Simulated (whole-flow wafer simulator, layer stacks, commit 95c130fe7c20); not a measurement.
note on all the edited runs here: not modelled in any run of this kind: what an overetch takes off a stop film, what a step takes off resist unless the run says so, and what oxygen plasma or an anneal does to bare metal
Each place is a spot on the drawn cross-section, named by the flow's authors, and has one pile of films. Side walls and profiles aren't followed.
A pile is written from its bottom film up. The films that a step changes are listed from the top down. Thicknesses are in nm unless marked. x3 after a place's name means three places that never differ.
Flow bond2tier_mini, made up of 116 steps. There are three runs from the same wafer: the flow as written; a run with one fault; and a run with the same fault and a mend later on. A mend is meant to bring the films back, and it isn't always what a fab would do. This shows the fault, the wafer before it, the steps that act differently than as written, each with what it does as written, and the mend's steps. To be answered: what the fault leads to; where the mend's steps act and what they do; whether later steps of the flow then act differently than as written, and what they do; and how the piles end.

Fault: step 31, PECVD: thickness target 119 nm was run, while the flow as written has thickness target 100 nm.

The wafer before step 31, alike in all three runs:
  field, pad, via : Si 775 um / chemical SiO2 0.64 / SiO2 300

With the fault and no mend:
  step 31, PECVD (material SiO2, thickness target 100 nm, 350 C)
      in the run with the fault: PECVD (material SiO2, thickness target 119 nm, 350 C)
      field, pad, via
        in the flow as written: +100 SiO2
        in the run with the fault: +119 SiO2
  None of the later steps of the flow acts differently than as written at any place that is followed.
  The piles end different from the flow's at field, pad by more than 2% or 0.5 nm, whichever is larger.
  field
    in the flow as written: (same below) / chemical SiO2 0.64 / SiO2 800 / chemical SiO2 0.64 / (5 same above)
    in the run with the fault: (same below) / chemical SiO2 0.64 / SiO2 819 / chemical SiO2 0.64 / (5 same above)
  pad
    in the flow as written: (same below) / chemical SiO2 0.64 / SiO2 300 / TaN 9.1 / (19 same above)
    in the run with the fault: (same below) / chemical SiO2 0.64 / SiO2 319 / TaN 9.1 / (19 same above)

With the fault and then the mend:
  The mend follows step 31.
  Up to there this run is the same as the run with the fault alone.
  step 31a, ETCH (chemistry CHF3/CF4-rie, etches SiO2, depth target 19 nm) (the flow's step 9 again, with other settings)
      field, pad, via
        -19 SiO2
  None of the later steps of the flow acts differently than as written at any place that is followed.
  By the end, the piles equal the flow's at every place that both follow.
